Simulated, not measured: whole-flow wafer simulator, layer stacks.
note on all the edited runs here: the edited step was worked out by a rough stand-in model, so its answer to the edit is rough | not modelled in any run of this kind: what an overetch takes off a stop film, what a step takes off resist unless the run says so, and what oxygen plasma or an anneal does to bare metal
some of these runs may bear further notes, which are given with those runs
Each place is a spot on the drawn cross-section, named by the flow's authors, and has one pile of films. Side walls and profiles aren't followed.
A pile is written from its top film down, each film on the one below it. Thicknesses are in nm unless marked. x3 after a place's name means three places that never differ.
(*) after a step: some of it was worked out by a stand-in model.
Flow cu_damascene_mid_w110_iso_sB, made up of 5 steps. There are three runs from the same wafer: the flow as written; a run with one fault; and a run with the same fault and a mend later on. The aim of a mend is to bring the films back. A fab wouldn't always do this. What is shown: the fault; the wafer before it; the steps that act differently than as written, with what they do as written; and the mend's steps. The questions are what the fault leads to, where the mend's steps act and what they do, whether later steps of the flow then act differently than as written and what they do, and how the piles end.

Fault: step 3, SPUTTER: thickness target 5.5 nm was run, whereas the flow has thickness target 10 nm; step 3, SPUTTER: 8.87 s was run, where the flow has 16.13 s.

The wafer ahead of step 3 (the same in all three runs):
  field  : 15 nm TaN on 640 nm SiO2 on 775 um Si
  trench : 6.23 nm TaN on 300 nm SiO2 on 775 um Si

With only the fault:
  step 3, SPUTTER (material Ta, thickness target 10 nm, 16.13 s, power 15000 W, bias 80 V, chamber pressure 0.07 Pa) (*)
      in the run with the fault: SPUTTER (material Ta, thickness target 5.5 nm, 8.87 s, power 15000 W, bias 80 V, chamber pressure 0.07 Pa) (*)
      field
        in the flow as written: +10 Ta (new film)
        in the run with the fault: +5.5 Ta (new film)
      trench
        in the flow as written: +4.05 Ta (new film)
        in the run with the fault: +2.22 Ta (new film)
  Every later step of the flow that is run acts as written, at every place that is followed, to within 2% or 0.5 nm, whichever is larger.
  The piles end different from the flow's at field, trench by more than 2% or 0.5 nm, whichever is larger.
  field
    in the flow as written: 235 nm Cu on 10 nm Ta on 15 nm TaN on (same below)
    in the run with the fault: 235 nm Cu on 5.5 nm Ta on 15 nm TaN on (same below)
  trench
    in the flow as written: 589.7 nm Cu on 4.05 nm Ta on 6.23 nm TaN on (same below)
    in the run with the fault: 587 nm Cu on 2.22 nm Ta on 6.23 nm TaN on (same below)

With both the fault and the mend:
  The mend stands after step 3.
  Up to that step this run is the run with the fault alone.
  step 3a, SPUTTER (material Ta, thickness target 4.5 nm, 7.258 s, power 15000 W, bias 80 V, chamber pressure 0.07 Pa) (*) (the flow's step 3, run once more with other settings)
      field
        +4.5 Ta
      trench
        +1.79 Ta
  Every later step of the flow that is run acts as written at every place that is followed.
  When the end is reached, the piles differ only a little from the flow's at the places that both follow, at most by 2% or 0.5 nm, whichever is larger.
